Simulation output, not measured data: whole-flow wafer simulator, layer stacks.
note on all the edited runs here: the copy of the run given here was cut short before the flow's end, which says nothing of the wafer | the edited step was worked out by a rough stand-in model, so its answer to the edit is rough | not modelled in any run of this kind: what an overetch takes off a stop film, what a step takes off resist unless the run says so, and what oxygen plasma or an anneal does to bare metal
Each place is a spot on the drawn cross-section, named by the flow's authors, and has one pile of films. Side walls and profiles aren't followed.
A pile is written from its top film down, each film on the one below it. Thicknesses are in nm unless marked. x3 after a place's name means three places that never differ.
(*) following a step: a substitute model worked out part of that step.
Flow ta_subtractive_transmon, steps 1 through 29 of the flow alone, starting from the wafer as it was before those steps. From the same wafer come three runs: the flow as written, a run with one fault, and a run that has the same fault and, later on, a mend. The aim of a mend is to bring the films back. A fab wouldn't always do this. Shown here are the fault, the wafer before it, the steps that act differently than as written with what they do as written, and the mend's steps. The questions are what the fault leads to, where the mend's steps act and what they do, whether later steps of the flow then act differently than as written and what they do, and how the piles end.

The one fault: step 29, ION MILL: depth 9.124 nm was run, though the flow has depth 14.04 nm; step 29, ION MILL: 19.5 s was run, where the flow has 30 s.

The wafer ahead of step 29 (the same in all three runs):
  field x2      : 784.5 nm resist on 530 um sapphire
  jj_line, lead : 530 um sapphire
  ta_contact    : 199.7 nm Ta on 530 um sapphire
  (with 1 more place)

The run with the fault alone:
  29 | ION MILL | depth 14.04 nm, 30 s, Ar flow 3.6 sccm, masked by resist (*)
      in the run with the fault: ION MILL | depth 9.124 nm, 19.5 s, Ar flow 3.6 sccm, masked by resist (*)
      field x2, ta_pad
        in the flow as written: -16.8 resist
        in the run with the fault: -10.9 resist
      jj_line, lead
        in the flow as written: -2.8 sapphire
        in the run with the fault: -1.82 sapphire
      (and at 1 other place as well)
  Later steps of the flow that are run all act as written at every place that is followed.
  The piles end only slightly different from the flow's at the places that both follow, by no more than 2% or 0.5 nm, whichever is larger.

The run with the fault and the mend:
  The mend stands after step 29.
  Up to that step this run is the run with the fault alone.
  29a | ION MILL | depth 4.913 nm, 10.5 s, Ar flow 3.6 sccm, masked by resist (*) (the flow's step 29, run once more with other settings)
      field x2, ta_pad
        -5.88 resist
      jj_line, lead
        -0.98 sapphire
      ta_contact
        -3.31 Ta
  Later steps of the flow that are run all act as written at every place that is followed.
  At every place that both follow, the piles at the end match the flow's.
